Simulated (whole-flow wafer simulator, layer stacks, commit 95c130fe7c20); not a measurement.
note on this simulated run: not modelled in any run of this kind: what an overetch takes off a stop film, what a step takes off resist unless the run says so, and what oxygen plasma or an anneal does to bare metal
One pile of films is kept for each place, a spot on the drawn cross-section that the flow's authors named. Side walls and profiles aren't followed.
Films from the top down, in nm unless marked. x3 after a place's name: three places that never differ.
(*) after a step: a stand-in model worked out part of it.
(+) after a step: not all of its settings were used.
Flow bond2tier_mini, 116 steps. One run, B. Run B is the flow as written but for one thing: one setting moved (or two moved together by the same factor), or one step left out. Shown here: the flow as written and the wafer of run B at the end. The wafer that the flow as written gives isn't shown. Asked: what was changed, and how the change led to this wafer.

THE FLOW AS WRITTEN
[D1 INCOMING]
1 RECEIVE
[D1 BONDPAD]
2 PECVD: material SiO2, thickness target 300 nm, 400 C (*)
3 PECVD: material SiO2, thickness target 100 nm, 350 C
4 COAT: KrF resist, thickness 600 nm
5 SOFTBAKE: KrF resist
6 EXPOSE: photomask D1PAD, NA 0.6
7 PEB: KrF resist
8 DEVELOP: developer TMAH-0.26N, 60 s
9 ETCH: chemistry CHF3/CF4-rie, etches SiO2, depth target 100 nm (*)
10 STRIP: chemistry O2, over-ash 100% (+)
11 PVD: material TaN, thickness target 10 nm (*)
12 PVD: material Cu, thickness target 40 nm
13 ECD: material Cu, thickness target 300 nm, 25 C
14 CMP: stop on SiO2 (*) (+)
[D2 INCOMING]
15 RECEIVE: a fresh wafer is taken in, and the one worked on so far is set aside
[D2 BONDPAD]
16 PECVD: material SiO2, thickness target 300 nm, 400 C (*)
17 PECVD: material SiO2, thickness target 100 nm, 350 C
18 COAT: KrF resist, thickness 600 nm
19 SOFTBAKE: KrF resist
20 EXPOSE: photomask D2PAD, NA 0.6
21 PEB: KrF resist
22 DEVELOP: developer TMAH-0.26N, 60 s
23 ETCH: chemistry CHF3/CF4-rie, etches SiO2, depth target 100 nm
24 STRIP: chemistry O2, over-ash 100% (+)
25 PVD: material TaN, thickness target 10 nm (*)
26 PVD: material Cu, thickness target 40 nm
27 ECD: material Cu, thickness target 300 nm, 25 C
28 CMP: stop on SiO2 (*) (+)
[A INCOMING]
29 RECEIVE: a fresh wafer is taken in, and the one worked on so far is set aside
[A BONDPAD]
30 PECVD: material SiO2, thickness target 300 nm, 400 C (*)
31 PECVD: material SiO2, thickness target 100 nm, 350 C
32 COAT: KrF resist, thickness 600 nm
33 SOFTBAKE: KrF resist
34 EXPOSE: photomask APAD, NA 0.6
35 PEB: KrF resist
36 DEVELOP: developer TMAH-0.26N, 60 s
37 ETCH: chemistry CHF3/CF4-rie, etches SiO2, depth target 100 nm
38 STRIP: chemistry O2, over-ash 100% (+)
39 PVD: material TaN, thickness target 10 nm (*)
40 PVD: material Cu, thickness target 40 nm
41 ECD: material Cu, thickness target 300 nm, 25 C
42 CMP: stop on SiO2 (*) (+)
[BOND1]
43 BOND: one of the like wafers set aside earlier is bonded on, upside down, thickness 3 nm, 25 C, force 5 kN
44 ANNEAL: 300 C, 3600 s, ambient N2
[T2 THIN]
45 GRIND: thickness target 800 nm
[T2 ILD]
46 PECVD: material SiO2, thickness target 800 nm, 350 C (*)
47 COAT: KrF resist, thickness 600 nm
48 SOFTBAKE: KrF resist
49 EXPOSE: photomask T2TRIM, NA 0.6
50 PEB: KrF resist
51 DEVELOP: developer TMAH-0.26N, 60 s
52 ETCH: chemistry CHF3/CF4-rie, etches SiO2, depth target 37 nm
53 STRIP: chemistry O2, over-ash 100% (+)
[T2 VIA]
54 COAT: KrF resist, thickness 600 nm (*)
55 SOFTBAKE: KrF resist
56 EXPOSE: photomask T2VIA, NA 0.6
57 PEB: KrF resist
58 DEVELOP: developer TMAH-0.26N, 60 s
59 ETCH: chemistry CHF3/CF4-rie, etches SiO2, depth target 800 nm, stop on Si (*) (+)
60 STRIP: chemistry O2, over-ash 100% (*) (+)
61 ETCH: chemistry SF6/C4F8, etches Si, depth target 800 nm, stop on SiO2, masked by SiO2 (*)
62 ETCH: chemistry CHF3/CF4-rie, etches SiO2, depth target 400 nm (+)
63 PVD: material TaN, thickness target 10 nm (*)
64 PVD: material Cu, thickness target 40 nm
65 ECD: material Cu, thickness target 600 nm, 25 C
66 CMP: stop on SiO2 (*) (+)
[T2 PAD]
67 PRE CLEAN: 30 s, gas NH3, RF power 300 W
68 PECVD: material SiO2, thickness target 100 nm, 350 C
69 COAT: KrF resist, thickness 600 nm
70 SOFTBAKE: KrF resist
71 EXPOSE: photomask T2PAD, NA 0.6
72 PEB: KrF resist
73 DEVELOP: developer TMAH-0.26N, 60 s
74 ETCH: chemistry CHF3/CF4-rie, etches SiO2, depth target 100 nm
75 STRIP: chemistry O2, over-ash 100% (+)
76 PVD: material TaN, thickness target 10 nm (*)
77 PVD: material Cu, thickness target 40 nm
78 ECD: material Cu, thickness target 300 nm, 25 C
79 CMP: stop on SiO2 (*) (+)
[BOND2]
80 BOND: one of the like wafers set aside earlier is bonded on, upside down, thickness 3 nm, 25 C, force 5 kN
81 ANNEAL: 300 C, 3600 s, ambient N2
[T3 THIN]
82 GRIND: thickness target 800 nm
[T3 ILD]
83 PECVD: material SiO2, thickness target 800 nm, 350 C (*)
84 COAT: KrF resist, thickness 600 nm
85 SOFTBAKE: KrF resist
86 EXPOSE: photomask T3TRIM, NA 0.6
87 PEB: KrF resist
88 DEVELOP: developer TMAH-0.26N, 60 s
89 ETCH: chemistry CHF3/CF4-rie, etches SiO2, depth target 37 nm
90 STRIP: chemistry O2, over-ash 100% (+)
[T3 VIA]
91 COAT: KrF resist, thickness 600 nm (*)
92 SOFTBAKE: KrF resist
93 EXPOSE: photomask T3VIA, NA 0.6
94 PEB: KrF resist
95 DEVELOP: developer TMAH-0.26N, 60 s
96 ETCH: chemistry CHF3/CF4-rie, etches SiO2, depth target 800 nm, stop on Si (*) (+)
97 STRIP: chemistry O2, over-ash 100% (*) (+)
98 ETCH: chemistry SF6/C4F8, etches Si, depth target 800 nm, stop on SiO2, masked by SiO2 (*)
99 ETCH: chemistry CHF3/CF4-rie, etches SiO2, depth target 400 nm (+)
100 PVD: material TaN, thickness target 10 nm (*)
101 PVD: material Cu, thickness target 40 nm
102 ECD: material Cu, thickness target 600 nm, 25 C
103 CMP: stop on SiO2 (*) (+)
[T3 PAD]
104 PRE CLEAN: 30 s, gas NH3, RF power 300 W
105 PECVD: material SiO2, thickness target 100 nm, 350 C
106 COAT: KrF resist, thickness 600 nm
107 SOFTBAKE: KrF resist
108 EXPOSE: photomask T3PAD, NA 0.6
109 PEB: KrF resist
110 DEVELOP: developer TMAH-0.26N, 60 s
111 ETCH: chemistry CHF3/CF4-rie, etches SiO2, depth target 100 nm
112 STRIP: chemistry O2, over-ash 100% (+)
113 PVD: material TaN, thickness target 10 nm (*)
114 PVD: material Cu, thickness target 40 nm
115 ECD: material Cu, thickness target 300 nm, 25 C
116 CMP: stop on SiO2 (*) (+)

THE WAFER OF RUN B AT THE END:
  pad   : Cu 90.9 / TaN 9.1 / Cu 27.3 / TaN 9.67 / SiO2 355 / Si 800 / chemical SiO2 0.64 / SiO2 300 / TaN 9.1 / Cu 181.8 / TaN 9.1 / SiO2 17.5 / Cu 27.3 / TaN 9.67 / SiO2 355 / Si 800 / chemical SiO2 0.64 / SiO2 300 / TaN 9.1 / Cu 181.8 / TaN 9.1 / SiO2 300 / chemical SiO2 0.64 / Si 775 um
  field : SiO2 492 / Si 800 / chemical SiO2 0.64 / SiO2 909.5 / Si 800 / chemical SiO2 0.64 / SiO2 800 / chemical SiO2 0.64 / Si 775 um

The cause: step 68, PECVD: thickness target 117.5 nm was run, where the flow has thickness target 100 nm.

How the change led to this, step by step:
  68 PECVD: material SiO2, thickness target 100 nm, 350 C
      field: SiO2 +117.5 (as written it would be: SiO2 +100)
      pad: SiO2 +117.5 (new film) (as written it would be: SiO2 +100 (new film))
  74 ETCH: chemistry CHF3/CF4-rie, etches SiO2, depth target 100 nm
      pad: SiO2 -100 (as written it would be: SiO2 -100 (all of it))
Counting metal films that touch as one body, pad has 4 bodies (between them, from the top down: SiO2 355 / Si 800 / chemical SiO2 0.64 / SiO2 300; SiO2 17.5; SiO2 355 / Si 800 / chemical SiO2 0.64 / SiO2 300); the flow as written gives 3 bodies (between them, from the top down: SiO2 355 / Si 800 / chemical SiO2 0.64 / SiO2 300; SiO2 355 / Si 800 / chemical SiO2 0.64 / SiO2 300).
